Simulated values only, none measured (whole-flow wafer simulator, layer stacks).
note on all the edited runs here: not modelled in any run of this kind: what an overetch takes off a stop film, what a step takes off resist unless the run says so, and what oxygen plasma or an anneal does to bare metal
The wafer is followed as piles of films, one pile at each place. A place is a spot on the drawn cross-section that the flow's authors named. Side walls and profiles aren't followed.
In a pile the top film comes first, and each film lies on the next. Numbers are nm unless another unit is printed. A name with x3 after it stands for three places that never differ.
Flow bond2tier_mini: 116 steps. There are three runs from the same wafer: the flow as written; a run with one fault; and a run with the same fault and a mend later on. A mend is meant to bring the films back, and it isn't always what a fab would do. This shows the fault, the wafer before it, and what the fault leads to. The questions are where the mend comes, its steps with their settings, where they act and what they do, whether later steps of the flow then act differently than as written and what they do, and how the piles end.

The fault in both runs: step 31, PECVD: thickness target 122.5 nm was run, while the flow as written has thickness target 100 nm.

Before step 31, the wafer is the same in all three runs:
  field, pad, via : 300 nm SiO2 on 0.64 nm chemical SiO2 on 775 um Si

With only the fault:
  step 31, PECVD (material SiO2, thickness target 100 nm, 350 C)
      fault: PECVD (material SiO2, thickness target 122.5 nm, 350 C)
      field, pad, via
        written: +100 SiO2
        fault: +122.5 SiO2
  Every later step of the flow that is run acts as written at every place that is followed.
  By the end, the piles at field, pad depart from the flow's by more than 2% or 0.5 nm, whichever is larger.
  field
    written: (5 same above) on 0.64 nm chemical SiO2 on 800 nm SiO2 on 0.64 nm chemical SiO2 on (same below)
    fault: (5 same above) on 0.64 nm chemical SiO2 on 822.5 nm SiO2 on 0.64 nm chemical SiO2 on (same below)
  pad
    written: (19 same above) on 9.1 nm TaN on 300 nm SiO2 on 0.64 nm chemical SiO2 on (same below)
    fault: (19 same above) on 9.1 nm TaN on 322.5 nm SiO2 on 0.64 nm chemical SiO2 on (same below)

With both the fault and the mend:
  The mend stands after step 31.
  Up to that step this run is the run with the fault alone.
  step 31a, ETCH (chemistry CHF3/CF4-rie, etches SiO2, depth target 22.5 nm) (the flow's step 9, run once more with other settings)
      field, pad, via
        -22.5 SiO2
  Every later step of the flow that is run acts as written at every place that is followed.
  At every place that both follow, the piles at the end match the flow's.
